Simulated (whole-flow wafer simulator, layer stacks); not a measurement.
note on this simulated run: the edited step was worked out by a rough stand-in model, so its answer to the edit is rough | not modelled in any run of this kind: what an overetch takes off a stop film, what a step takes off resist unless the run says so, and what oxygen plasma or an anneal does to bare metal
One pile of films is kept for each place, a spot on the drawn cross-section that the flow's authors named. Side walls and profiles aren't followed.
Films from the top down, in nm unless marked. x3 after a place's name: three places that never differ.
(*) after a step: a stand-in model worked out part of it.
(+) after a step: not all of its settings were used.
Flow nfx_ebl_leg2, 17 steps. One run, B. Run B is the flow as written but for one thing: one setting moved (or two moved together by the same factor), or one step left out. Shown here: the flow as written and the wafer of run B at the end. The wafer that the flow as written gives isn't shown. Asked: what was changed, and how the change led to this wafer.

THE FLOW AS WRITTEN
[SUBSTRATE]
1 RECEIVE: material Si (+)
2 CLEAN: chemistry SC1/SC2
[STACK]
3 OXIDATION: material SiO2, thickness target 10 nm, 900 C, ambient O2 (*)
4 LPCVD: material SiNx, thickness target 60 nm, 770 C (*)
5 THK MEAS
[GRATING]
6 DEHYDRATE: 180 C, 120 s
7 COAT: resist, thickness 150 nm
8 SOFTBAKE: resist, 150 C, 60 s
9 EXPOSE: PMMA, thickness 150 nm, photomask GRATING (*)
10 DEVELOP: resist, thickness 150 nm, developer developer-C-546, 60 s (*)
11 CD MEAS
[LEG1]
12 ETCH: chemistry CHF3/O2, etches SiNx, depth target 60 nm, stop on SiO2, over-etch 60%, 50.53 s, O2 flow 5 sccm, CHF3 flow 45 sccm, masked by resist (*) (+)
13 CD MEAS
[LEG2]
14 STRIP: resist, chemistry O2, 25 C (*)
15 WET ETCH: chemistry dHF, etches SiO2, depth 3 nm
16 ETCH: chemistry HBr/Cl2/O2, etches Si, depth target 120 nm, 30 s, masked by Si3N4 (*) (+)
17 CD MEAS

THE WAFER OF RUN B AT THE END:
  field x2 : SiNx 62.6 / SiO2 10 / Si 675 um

The cause: step 4, LPCVD: thickness target 69.4 nm was run, where the flow has thickness target 60 nm.

How the change led to this, step by step:
  4 LPCVD: material SiNx, thickness target 60 nm, 770 C (*)
      field x2, pad x2: SiNx +69.4 (new film) (as written it would be: SiNx +60 (new film))
  12 ETCH: chemistry CHF3/O2, etches SiNx, depth target 60 nm, stop on SiO2, over-etch 60%, 50.53 s, O2 flow 5 sccm, CHF3 flow 45 sccm, masked by resist (*) (+)
      pad x2: SiNx -69.4 (all of it), SiO2 -10 (all of it) (as written it would be: SiNx -60 (all of it), SiO2 -10 (all of it))
